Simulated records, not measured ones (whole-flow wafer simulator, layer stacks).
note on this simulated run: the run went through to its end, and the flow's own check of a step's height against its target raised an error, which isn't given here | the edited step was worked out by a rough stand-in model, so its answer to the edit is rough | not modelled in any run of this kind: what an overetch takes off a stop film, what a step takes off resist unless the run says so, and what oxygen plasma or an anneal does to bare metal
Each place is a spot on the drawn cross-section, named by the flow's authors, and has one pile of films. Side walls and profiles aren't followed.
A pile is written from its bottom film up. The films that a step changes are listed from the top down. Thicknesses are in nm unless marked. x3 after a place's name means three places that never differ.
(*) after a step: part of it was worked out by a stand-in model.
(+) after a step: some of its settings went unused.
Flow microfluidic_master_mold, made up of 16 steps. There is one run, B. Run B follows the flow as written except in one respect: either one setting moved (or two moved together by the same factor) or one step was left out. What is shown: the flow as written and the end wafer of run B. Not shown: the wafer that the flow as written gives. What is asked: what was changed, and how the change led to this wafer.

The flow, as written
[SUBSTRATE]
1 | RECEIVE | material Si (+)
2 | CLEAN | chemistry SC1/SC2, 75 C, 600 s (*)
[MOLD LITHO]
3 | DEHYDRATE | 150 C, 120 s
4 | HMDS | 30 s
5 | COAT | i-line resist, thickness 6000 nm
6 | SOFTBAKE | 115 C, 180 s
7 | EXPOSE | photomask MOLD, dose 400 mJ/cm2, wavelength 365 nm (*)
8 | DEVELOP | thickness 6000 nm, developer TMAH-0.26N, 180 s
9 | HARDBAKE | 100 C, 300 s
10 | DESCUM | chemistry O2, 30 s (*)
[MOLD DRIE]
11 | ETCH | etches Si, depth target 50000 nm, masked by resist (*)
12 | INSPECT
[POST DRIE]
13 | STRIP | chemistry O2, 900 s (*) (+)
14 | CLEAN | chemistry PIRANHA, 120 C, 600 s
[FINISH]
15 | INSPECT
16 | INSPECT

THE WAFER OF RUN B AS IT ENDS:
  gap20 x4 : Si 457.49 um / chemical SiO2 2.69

The reason: step 11, ETCH: depth target 67500 nm was run, while the flow as written has depth target 50000 nm.

The path from the change to this, step by step:
  11 | ETCH | etches Si, depth target 50000 nm, masked by resist (*)
      gap20 x4: -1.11 chemical SiO2 (all of it), -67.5 um Si (in the flow as written it would be: -1.11 chemical SiO2 (all of it), -50 um Si)
      ridge: -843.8 i-line resist (in the flow as written it would be: -625 i-line resist)
  13 | STRIP | chemistry O2, 900 s (*) (+)
      ridge: -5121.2 i-line resist (all of it), +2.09 chemical SiO2, -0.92 Si (in the flow as written it would be: -5339.9 i-line resist (all of it), +2.09 chemical SiO2, -0.92 Si)
